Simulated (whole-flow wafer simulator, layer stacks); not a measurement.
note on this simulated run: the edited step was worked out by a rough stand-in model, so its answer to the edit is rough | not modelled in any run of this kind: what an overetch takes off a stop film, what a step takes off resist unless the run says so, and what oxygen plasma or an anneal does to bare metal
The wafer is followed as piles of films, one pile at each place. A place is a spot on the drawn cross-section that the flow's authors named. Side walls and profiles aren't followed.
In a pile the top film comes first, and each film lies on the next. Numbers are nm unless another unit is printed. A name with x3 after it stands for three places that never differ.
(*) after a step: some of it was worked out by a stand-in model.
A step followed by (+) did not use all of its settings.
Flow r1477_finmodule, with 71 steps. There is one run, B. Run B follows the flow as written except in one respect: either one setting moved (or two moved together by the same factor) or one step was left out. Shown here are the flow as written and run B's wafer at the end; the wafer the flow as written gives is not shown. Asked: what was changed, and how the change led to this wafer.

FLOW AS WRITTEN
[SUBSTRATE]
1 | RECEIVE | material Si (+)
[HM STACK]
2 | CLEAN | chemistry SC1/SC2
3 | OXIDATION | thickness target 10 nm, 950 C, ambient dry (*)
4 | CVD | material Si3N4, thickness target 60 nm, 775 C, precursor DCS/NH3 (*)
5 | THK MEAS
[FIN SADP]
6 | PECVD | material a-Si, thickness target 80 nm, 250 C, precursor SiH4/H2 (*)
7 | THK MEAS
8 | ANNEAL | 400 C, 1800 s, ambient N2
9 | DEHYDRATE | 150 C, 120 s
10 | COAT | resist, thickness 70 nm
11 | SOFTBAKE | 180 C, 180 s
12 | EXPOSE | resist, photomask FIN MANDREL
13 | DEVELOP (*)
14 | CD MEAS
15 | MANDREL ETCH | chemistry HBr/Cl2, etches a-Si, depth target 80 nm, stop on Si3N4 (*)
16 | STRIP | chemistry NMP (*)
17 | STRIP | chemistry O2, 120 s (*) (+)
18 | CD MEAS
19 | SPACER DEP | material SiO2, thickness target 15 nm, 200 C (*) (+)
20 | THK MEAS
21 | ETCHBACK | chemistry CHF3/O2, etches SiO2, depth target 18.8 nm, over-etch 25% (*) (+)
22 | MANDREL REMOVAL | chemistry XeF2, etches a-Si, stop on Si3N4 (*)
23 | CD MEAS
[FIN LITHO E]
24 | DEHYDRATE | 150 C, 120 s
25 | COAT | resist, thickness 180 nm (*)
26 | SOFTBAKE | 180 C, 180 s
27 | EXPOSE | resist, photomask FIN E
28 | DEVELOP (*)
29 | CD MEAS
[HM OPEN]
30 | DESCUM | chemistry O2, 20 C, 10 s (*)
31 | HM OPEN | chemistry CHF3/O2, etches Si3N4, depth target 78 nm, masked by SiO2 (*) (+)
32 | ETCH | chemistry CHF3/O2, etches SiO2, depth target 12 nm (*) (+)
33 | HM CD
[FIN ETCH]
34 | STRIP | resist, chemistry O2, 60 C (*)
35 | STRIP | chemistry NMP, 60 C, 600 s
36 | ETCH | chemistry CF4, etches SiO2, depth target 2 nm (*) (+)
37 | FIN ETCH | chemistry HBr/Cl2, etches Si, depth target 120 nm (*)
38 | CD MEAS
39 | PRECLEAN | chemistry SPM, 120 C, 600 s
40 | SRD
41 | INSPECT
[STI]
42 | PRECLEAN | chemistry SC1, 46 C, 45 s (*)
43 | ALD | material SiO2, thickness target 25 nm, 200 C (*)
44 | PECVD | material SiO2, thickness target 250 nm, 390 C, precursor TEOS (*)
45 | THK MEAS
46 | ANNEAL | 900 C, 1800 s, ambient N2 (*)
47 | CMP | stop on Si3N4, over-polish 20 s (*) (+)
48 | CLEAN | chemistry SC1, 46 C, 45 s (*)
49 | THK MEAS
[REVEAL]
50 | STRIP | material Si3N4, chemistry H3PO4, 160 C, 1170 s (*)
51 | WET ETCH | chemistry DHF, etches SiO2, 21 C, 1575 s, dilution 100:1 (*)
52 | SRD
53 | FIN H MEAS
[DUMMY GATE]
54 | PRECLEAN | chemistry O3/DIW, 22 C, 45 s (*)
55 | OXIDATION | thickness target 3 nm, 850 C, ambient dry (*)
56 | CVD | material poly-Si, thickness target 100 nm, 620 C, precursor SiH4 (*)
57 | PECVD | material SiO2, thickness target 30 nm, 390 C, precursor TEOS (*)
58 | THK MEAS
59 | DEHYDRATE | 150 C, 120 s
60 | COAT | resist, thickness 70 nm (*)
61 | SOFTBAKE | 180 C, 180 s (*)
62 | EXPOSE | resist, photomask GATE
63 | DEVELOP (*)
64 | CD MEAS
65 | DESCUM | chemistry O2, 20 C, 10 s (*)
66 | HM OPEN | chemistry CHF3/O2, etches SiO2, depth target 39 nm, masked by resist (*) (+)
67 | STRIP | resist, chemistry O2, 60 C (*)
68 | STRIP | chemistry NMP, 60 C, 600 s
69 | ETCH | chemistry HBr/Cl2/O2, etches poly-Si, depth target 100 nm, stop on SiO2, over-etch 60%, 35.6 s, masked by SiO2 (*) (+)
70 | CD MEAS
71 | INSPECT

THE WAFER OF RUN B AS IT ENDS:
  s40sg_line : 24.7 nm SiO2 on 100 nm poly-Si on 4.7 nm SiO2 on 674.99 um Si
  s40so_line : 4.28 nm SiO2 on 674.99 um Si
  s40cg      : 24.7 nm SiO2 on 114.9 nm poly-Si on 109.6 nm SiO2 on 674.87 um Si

The reason: step 55, OXIDATION: thickness target 4.7 nm was run, though the flow has thickness target 3 nm.
The wafer lets one read it off: s40sg_line has SiO2 4.7, and step 55 as written asks for 3 nm.

The path from the change to this, step by step:
  55 | OXIDATION | thickness target 3 nm, 850 C, ambient dry (*)
      s40sg_line, s45sg_line, s50sg_line, s40so_line, s45so_line, s50so_line: SiO2 gains 4.7 (new film), chemical SiO2 loses 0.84 (all of it), Si loses 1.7 (in the flow as written it would be: SiO2 gains 3 (new film), chemical SiO2 loses 0.84 (all of it), Si loses 0.95)
  67 | STRIP | resist, chemistry O2, 60 C (*)
      s40sg: resist loses 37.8 (all of it) (in the flow as written it would be: resist loses 36.9 (all of it))
      s45sg: resist loses 37.7 (all of it) (in the flow as written it would be: resist loses 36.9 (all of it))
      (also at 1 further place)
